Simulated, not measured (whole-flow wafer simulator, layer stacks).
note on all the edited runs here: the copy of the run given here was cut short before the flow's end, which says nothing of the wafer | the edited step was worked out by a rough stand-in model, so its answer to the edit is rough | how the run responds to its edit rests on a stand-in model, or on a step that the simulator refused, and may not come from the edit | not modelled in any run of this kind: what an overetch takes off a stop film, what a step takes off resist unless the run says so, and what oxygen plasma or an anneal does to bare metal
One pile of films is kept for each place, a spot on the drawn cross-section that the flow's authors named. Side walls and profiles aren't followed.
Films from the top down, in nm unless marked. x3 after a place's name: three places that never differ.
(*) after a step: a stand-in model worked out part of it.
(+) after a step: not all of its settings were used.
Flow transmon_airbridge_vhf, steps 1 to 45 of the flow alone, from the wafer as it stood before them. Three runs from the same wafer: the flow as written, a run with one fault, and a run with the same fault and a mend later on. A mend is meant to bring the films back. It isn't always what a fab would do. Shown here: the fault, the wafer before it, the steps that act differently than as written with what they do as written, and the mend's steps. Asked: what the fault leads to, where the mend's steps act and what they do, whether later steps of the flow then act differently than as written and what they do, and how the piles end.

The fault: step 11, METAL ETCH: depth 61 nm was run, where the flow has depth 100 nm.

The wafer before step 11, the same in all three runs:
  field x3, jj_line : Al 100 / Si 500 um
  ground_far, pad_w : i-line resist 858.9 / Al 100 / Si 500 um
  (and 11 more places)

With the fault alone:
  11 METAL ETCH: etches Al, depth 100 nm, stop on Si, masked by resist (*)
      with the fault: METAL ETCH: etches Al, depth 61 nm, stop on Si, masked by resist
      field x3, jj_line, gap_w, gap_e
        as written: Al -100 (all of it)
        with the fault: Al -61
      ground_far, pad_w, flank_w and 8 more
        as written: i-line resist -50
        with the fault: i-line resist -30.5
  Later steps of the flow that act differently than as written (14 more steps differ only slightly, by at most 2% or 0.5 nm, whichever is larger, and aren't shown):
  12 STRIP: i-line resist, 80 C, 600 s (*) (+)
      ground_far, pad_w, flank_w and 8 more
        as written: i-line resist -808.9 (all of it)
        with the fault: i-line resist -828.4 (all of it)
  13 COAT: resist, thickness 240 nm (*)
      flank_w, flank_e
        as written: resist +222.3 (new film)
        with the fault: resist +228.7 (new film)
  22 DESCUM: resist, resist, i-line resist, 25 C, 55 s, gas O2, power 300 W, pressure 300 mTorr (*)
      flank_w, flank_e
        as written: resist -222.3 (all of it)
        with the fault: resist -228.7 (all of it)
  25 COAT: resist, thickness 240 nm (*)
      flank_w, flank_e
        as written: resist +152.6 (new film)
        with the fault: resist +157 (new film)
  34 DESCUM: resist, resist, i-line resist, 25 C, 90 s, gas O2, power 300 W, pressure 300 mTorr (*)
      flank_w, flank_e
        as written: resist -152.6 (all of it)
        with the fault: resist -157 (all of it)
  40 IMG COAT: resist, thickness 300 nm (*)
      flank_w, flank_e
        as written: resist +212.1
        with the fault: resist +218.2
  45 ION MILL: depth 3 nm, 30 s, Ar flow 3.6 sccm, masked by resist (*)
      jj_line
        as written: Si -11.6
        with the fault: Al -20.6
  At the end the piles differ from the flow's by more than 2% or 0.5 nm, whichever is larger, at field x3, jj_line, gap_w, gap_e.
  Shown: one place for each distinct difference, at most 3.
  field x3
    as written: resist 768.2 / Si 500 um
    with the fault: resist 768.2 / Al 39 / Si 500 um
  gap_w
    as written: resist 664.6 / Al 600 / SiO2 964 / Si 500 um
    with the fault: resist 653.8 / Al 600 / SiO2 964 / Al 39 / Si 500 um
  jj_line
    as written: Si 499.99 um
    with the fault: Al 18.4 / Si 500 um

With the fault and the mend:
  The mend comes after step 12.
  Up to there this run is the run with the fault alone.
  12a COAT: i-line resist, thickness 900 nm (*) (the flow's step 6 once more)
      field x3, jj_line, trace_open_s x2, margin_s, bridge_strip, margin_n
        i-line resist +900 (new film)
      pad_w, pad_e
        i-line resist +892.5 (new film)
      flank_w, flank_e
        i-line resist +885.7 (new film)
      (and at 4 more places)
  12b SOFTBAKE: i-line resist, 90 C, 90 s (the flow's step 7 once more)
      flank_w, flank_e
        i-line resist -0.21
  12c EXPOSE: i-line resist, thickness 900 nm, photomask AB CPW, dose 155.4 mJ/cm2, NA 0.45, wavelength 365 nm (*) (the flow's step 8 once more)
      changes no film at any place that is followed
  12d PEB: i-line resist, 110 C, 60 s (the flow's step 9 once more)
      field x3, jj_line, trace_open_s x2, margin_s, bridge_strip, margin_n
        i-line resist -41
      pad_w, pad_e
        i-line resist -40.7
      flank_w, flank_e
        i-line resist -40.4
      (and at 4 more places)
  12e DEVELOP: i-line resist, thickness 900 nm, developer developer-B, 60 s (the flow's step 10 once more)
      cpw_trace, trace_open_s x2, margin_s, bridge_strip, margin_n
        i-line resist -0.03
      field x3, jj_line
        i-line resist -859 (all of it)
      gap_w, gap_e
        i-line resist -890.8 (all of it)
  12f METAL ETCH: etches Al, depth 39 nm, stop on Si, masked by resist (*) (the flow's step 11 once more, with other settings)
      ground_far, pad_w, flank_w and 8 more
        i-line resist -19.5
      field x3, jj_line, gap_w, gap_e
        Al -39 (all of it)
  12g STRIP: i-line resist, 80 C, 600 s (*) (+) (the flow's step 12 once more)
      trace_open_s x2, margin_s, bridge_strip, margin_n
        i-line resist -839.4 (all of it)
      pad_w, pad_e
        i-line resist -832.3 (all of it)
      flank_w, flank_e
        i-line resist -825.6 (all of it)
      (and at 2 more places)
  No later step of the flow acts differently than as written at any place that is followed.
  At the end the piles are the same as the flow's at every place that both follow.
